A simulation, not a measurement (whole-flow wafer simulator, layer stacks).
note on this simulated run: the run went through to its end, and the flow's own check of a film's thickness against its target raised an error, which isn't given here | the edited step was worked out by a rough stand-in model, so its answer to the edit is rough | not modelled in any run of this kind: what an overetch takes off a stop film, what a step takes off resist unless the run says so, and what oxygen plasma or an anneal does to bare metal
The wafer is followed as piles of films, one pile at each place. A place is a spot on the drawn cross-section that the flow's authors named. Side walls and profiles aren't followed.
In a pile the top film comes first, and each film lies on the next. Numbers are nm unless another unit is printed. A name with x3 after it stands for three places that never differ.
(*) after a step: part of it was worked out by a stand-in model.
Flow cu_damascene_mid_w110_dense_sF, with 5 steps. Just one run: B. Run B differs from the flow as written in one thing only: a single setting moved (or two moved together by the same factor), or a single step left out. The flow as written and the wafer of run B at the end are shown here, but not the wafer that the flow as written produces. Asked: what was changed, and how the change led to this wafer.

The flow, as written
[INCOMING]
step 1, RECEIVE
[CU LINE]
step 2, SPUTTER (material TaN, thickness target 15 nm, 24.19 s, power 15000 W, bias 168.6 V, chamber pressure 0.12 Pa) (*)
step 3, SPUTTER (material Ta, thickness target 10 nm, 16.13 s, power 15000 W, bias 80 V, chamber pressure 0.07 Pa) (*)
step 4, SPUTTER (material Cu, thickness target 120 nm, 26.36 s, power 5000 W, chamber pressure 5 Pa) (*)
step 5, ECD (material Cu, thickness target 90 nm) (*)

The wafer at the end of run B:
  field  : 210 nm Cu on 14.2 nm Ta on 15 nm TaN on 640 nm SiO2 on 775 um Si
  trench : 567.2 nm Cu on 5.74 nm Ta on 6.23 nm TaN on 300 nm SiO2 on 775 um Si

Cause: step 3, SPUTTER: thickness target 14.2 nm was run, though the flow has thickness target 10 nm; step 3, SPUTTER: 22.99 s was run, where the flow has 16.13 s.
One can read it off the wafer: field has Ta 14.2, and step 3 as written asks for 10 nm.

How this came from the change, step by step:
  step 3, SPUTTER (material Ta, thickness target 10 nm, 16.13 s, power 15000 W, bias 80 V, chamber pressure 0.07 Pa) (*)
      field: +14.2 Ta (new film) (in the flow as written it would be: +10 Ta (new film))
      trench: +5.74 Ta (new film) (in the flow as written it would be: +4.05 Ta (new film))
